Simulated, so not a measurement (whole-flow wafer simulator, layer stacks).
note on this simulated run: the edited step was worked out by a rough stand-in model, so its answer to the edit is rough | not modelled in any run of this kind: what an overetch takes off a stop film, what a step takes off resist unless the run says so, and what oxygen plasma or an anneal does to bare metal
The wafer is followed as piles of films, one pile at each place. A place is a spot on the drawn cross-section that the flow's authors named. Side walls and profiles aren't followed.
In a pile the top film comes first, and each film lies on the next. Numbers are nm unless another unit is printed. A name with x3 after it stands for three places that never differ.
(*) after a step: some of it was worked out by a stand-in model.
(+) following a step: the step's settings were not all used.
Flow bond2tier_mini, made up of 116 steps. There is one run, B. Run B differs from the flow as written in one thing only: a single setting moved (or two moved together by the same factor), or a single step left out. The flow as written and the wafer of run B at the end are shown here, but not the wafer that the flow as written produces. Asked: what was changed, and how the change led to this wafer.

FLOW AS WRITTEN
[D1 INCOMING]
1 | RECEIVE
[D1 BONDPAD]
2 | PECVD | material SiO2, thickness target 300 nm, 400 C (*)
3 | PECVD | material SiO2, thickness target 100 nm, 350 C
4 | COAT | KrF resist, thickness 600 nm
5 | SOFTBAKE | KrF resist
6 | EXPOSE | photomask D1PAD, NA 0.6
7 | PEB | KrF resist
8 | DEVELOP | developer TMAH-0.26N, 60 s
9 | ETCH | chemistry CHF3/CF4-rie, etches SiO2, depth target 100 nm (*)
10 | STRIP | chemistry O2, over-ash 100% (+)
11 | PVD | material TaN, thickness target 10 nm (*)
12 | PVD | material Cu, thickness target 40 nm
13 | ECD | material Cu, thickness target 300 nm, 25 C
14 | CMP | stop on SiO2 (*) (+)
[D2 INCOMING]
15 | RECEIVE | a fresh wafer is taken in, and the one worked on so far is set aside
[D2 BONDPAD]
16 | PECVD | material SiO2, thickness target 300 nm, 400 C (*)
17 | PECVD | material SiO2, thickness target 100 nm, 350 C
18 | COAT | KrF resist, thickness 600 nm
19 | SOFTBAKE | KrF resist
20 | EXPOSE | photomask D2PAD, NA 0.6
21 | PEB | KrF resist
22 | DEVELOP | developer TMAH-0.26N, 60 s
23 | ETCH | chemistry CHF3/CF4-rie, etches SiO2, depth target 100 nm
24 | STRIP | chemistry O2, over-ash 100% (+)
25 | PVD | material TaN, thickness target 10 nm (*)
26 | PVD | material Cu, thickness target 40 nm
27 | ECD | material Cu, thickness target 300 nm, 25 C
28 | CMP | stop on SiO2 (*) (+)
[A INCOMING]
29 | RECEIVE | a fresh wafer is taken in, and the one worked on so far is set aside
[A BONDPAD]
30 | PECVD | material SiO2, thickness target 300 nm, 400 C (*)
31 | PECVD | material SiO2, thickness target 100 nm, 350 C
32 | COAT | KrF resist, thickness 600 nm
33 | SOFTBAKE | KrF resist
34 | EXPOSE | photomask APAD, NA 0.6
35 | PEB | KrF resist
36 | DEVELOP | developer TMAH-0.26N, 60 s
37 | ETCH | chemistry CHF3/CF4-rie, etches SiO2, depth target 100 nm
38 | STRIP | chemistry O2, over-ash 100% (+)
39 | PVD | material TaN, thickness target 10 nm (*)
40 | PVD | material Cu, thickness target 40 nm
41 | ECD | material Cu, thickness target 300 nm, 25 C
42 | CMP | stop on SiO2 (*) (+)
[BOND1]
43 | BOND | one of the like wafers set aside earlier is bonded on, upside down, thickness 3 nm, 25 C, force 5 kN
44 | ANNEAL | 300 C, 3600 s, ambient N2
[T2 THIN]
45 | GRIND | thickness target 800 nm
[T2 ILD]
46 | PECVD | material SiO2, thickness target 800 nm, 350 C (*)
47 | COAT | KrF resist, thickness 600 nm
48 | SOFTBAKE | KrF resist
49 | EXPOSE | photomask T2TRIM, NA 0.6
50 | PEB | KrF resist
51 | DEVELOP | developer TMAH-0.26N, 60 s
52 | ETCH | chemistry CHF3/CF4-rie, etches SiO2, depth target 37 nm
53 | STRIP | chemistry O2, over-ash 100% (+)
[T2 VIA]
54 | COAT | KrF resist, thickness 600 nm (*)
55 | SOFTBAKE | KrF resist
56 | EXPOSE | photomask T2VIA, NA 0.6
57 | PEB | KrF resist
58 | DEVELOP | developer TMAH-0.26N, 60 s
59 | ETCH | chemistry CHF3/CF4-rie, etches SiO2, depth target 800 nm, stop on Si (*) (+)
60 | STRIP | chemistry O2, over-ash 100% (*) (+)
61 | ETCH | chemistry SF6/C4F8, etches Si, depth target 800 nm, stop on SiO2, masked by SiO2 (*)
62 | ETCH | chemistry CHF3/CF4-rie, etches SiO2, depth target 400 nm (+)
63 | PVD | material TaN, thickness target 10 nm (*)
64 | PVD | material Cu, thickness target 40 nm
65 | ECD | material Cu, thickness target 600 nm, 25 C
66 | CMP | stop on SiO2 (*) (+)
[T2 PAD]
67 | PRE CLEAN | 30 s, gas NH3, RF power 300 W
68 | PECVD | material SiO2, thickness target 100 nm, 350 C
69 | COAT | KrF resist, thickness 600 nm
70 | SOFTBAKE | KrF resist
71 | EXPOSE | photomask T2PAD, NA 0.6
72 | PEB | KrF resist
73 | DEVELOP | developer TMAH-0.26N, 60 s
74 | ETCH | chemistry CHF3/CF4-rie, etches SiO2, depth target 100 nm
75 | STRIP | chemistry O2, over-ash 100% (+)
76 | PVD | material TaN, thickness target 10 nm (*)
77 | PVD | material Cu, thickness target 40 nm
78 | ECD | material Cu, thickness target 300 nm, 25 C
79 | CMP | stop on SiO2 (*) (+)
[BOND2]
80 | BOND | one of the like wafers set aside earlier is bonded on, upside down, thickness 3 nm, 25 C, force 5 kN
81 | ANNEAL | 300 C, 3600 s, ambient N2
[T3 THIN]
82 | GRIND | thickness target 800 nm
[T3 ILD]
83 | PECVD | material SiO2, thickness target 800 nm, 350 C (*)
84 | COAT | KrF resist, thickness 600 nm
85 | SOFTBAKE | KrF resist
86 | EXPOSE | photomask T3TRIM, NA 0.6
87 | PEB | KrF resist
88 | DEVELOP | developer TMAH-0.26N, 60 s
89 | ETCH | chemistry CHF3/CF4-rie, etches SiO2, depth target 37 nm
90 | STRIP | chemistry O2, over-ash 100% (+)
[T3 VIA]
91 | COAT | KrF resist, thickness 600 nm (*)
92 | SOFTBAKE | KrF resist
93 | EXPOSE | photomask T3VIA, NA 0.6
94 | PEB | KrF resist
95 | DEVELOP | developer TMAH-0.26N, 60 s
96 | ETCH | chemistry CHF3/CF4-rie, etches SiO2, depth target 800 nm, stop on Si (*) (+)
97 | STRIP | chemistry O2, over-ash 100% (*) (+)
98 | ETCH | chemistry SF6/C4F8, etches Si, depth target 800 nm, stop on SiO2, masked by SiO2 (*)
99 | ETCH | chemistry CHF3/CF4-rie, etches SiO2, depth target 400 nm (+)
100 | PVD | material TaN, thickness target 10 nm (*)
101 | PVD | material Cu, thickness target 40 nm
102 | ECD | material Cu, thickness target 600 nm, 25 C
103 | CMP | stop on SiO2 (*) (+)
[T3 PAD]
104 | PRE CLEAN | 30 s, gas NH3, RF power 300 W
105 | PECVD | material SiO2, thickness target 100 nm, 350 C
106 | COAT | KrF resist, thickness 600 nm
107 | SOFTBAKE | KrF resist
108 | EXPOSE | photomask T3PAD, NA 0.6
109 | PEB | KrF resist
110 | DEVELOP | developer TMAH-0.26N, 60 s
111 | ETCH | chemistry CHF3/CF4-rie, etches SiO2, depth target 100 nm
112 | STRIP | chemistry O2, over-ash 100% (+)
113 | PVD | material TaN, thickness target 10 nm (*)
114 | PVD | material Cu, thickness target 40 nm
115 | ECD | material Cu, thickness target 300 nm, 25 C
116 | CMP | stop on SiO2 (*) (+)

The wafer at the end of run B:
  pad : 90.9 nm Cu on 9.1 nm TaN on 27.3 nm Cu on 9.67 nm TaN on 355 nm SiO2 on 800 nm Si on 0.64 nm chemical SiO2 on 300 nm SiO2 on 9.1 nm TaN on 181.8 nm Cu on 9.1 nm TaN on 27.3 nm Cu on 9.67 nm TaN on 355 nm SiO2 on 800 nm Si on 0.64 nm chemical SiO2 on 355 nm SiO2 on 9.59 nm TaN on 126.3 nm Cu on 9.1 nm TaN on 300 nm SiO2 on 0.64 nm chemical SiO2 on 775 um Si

What caused this: step 9, ETCH: depth target 45 nm was run, though the flow has depth target 100 nm.

Step by step, how the change led to this:
  9 | ETCH | chemistry CHF3/CF4-rie, etches SiO2, depth target 100 nm (*)
      pad, via: SiO2 loses 45 (it would be, as written: SiO2 loses 100)
      field: KrF resist loses 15 (it would be, as written: KrF resist loses 33.3)
  10 | STRIP | chemistry O2, over-ash 100% (+)
      field: KrF resist loses 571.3 (all of it) (it would be, as written: KrF resist loses 552.9 (all of it))
  12 | PVD | material Cu, thickness target 40 nm
      pad: Cu gains 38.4 (new film) (it would be, as written: Cu gains 36.4 (new film))
  13 | ECD | material Cu, thickness target 300 nm, 25 C
      pad: Cu gains 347 (it would be, as written: Cu gains 404.5)
      via: Cu gains 345 (it would be, as written: Cu gains 400.2)
  43 | BOND | one of the like wafers set aside earlier is bonded on, upside down, thickness 3 nm, 25 C, force 5 kN
      pad: Si gains 775 um (new film), chemical SiO2 gains 0.64 (new film), SiO2 gains 355 (new film), TaN gains 9.59 (new film), Cu gains 35.4 (it would be, as written: Si gains 775 um (new film), chemical SiO2 gains 0.64 (new film), SiO2 gains 300 (new film), TaN gains 9.1 (new film), Cu gains 90.9)
      via: Si gains 775 um (new film), chemical SiO2 gains 0.64 (new film), SiO2 gains 355 (new film), TaN gains 10 (new film), Cu gains 35 (it would be, as written: Si gains 775 um (new film), chemical SiO2 gains 0.64 (new film), SiO2 gains 300 (new film), TaN gains 9.97 (new film), Cu gains 90)
